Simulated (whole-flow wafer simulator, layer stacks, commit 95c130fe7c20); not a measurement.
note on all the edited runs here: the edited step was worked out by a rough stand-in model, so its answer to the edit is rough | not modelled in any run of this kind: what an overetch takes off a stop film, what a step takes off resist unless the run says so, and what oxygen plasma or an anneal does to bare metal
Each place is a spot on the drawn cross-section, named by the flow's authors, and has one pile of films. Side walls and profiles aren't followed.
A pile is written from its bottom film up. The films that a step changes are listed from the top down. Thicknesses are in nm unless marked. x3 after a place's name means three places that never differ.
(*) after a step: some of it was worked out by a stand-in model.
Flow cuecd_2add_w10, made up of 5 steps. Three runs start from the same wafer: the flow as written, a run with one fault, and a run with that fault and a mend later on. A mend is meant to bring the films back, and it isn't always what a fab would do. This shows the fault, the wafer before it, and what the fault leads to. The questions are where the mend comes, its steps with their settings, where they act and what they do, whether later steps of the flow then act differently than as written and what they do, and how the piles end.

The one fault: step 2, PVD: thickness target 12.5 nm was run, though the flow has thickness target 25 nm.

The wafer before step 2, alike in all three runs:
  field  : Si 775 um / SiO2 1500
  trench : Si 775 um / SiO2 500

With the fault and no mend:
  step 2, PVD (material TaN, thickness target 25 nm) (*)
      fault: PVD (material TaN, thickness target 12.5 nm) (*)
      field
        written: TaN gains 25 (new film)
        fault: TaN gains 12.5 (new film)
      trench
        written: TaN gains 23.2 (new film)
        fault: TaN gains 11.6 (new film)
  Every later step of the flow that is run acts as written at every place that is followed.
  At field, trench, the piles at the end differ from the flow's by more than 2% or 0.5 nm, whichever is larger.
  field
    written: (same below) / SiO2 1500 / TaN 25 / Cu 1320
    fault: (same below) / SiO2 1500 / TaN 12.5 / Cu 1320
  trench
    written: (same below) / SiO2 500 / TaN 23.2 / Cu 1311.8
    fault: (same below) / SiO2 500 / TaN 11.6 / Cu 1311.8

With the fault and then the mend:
  After step 2 comes the mend.
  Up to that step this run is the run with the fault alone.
  step 2a, PVD (material TaN, thickness target 12.5 nm) (*) (a further turn of the flow's step 2, with different settings)
      field
        TaN gains 12.5
      trench
        TaN gains 11.6
  Every later step of the flow that is run acts as written at every place that is followed.
  By the end, the piles equal the flow's at every place that both follow.
